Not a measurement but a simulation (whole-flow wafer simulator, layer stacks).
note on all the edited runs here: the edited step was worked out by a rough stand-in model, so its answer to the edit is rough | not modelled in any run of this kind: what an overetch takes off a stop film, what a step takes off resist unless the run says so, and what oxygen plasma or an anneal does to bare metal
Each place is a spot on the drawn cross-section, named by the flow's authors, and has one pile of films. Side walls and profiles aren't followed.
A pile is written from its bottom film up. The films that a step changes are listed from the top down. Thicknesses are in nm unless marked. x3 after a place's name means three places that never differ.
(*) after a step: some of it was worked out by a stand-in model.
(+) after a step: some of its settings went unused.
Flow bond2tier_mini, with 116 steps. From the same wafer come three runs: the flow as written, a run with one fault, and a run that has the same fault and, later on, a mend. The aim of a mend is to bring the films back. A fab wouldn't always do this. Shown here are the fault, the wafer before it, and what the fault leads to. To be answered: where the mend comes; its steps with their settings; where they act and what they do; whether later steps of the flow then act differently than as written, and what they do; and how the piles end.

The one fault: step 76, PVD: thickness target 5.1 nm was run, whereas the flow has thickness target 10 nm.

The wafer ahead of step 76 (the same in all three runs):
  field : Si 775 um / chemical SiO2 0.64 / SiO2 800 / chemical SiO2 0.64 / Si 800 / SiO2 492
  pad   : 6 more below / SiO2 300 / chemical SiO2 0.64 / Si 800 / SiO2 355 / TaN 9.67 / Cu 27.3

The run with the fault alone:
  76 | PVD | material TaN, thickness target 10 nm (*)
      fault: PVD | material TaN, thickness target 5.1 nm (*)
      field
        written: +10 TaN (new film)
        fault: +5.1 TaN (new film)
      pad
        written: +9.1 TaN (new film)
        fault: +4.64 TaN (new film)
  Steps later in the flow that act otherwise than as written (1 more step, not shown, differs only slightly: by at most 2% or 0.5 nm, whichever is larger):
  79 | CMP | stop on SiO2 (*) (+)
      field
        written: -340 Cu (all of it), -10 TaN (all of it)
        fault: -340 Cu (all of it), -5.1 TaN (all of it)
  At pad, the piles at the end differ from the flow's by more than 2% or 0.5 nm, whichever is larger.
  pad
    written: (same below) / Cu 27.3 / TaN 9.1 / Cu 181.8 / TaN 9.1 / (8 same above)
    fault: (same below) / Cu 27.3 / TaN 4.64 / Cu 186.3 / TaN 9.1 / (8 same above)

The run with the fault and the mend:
  The mend follows step 76.
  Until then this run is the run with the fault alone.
  76a | PVD | material TaN, thickness target 4.9 nm (*) (the flow's step 76, run once more with other settings)
      field
        +4.9 TaN
      pad
        +4.46 TaN
  Later steps of the flow that are run all act as written at every place that is followed.
  By the end, the piles equal the flow's at every place that both follow.
